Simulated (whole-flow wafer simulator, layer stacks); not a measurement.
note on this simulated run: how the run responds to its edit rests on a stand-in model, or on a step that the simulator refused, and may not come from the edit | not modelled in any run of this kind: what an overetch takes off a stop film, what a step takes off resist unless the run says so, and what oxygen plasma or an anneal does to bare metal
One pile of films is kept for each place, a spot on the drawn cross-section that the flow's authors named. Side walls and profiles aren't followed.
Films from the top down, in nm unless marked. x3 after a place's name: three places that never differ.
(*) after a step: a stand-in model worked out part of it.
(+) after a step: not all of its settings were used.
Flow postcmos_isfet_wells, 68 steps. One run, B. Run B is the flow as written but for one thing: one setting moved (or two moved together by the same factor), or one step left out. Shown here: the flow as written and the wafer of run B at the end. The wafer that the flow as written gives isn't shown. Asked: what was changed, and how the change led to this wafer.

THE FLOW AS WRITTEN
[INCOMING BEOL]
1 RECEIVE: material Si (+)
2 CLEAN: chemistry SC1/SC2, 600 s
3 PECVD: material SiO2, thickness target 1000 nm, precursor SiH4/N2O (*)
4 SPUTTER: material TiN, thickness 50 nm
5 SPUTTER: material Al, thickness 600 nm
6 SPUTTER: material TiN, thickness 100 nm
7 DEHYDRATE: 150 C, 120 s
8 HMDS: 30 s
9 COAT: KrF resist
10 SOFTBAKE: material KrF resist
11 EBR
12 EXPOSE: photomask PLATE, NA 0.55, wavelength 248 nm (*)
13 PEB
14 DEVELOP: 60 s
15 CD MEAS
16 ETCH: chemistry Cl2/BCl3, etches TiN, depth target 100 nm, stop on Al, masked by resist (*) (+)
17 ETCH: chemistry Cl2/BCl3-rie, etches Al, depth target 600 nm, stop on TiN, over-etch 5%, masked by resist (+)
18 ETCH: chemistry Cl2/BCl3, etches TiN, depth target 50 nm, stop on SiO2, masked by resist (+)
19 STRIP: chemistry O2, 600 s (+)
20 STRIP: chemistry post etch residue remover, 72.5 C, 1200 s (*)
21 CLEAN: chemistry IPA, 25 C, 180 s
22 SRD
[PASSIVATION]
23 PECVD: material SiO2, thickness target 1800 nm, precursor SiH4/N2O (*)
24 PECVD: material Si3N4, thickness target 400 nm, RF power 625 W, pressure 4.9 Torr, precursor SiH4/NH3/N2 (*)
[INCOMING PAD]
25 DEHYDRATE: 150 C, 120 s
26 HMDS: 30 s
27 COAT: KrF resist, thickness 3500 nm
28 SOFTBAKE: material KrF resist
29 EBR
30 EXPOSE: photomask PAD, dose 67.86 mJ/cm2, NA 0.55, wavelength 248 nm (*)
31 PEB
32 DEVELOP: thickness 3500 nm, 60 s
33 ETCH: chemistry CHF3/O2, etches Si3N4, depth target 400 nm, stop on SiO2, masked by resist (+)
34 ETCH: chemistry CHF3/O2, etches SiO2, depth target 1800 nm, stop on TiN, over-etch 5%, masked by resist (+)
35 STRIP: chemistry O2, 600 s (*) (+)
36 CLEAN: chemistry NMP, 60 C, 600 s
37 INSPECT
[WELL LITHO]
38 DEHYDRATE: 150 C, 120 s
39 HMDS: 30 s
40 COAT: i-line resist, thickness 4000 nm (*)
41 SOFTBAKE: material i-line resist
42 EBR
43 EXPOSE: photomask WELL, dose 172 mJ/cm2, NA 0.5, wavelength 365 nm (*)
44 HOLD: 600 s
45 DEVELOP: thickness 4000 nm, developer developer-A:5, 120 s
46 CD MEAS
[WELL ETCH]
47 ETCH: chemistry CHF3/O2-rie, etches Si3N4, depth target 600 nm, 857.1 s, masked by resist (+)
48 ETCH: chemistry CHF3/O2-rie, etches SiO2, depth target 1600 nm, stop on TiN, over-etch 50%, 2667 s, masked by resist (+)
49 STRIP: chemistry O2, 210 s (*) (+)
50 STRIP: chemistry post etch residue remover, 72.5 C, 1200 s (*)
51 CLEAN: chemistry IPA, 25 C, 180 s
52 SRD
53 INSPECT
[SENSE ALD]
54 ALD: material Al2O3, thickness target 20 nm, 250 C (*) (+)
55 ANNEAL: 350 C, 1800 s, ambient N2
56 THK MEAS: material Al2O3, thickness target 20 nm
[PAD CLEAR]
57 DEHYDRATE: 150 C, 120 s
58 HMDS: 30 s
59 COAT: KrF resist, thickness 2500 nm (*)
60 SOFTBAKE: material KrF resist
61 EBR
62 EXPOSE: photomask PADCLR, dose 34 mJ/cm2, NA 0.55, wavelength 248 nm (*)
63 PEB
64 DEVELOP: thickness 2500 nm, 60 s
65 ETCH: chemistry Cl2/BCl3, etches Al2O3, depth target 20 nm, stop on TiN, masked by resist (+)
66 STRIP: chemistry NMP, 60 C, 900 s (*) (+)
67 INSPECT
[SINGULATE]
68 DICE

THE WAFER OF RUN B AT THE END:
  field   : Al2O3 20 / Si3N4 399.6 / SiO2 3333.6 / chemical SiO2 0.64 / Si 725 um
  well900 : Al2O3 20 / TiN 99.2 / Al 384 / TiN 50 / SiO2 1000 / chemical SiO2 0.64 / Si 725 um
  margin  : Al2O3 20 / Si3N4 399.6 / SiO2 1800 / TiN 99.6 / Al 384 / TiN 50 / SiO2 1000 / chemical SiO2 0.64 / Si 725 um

The cause: step 5, SPUTTER: thickness 384 nm was run, where the flow has thickness 600 nm.
It can be read off the wafer: well900 has Al 384, and step 5 as written asks for 600 nm.

How the change led to this, step by step:
  5 SPUTTER: material Al, thickness 600 nm
      field, margin, well900, well1300 x3, pad_rim, pad_clr, pad_open: Al +384 (new film) (as written it would be: Al +600 (new film))
  17 ETCH: chemistry Cl2/BCl3-rie, etches Al, depth target 600 nm, stop on TiN, over-etch 5%, masked by resist (+)
      margin, well900, well1300 x3, pad_rim, pad_clr, pad_open: KrF resist -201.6 (as written it would be: KrF resist -300)
      field: Al -384 (all of it) (as written it would be: Al -600 (all of it))
  19 STRIP: chemistry O2, 600 s (+)
      margin, well900, well1300 x3, pad_rim, pad_clr, pad_open: KrF resist -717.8 (all of it) (as written it would be: KrF resist -619.4 (all of it))
  23 PECVD: material SiO2, thickness target 1800 nm, precursor SiH4/N2O (*)
      field: SiO2 +2333.6 (as written it would be: SiO2 +1800 (new film), void +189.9 (new film), SiO2 +559.7)
